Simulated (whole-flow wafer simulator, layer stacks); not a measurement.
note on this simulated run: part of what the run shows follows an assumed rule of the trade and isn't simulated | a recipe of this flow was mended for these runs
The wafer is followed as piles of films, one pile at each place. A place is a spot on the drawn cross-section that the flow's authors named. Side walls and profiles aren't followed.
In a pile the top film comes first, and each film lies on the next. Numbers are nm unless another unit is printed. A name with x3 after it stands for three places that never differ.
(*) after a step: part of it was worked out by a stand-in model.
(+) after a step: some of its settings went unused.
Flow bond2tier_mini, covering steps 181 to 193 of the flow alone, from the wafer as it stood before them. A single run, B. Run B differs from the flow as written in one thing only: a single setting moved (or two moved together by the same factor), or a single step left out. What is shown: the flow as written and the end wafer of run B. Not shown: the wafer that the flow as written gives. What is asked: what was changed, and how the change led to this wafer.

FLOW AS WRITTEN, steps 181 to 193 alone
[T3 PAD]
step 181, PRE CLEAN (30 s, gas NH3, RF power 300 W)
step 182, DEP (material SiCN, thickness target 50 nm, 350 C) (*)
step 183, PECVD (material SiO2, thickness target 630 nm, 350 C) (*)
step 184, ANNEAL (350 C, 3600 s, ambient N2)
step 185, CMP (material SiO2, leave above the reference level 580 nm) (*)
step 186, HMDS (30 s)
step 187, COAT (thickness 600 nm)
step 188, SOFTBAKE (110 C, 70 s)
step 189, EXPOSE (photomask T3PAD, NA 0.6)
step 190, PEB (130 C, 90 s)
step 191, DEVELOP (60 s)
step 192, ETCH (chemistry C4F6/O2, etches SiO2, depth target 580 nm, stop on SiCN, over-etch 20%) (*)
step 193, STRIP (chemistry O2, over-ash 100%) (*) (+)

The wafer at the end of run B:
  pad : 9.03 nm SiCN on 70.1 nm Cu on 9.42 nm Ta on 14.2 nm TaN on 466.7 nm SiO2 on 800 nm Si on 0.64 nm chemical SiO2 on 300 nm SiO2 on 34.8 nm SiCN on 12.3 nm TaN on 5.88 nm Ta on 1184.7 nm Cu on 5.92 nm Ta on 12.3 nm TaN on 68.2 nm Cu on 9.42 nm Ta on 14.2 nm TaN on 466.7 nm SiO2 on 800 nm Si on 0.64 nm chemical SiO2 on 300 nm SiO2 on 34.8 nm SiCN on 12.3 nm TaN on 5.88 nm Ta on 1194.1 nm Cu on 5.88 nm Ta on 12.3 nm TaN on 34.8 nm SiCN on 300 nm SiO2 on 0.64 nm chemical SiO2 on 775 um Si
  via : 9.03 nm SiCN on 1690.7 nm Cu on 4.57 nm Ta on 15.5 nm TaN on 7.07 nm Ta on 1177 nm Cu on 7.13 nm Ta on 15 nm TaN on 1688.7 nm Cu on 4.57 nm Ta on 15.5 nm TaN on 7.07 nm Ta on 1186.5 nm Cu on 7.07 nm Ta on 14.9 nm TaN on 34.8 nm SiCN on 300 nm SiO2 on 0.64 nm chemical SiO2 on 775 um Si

Cause: step 192, ETCH: depth target 685.8 nm was run, whereas the flow has depth target 580 nm.

How this came from the change, step by step:
  step 192, ETCH (chemistry C4F6/O2, etches SiO2, depth target 580 nm, stop on SiCN, over-etch 20%) (*)
      pad, via: SiO2 loses 580 (all of it), SiCN loses 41 (it would be, as written: SiO2 loses 580 (all of it), SiCN loses 19.6)
      field: thick-KrF-resist loses 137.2 (it would be, as written: thick-KrF-resist loses 116)
  step 193, STRIP (chemistry O2, over-ash 100%) (*) (+)
      field: thick-KrF-resist loses 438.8 (all of it) (it would be, as written: thick-KrF-resist loses 459.9 (all of it))
